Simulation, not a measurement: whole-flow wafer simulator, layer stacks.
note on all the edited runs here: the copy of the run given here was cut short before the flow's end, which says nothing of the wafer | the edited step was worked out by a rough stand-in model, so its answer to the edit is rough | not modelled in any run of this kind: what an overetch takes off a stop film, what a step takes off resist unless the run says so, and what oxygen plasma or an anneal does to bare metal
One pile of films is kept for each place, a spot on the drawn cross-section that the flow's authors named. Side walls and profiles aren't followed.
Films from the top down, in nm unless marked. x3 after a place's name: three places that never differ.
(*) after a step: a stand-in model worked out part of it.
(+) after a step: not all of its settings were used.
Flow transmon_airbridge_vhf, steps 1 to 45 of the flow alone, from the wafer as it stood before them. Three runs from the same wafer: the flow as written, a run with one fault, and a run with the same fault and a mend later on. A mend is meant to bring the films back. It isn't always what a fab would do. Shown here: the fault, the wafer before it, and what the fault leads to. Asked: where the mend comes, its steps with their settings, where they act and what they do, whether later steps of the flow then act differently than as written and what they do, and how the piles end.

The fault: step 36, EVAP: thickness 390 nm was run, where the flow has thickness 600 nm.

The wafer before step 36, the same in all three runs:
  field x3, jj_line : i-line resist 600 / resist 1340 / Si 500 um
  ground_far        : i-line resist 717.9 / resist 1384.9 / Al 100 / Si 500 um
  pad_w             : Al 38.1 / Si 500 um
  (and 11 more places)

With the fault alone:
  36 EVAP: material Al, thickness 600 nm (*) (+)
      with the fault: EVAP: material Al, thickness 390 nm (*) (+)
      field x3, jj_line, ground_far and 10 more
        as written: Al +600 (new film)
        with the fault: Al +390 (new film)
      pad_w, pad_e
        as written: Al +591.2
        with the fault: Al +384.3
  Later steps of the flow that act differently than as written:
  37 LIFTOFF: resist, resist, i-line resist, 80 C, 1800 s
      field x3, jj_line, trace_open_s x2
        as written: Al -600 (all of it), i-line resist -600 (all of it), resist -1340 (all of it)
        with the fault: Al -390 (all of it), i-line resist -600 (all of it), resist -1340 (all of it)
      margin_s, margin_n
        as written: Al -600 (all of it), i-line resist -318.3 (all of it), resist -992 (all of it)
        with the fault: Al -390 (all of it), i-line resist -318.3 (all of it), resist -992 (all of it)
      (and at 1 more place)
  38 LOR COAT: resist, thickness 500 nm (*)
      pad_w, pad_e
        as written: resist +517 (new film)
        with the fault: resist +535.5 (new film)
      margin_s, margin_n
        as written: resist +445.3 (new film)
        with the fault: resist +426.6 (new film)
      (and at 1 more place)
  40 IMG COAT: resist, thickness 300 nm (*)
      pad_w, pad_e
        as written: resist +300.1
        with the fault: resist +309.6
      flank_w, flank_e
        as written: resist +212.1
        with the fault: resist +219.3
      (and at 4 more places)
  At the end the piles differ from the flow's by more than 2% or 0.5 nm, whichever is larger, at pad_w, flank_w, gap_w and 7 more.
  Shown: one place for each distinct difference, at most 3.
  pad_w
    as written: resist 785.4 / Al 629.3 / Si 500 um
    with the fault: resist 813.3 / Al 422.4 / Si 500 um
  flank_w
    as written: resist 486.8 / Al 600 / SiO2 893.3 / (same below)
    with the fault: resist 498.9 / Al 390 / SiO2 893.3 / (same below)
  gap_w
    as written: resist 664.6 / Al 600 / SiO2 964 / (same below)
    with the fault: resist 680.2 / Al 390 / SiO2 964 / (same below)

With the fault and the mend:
  The mend comes after step 36.
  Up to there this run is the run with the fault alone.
  36a EVAP: material Al, thickness 210 nm (*) (+) (the flow's step 36 once more, with other settings)
      field x3, jj_line, ground_far and 10 more
        Al +210
      pad_w, pad_e
        Al +206.9
  No later step of the flow acts differently than as written, at any place that is followed, by more than 2% or 0.5 nm, whichever is larger.
  At the end the piles differ from the flow's only slightly at the places that both follow, by at most 2% or 0.5 nm, whichever is larger.
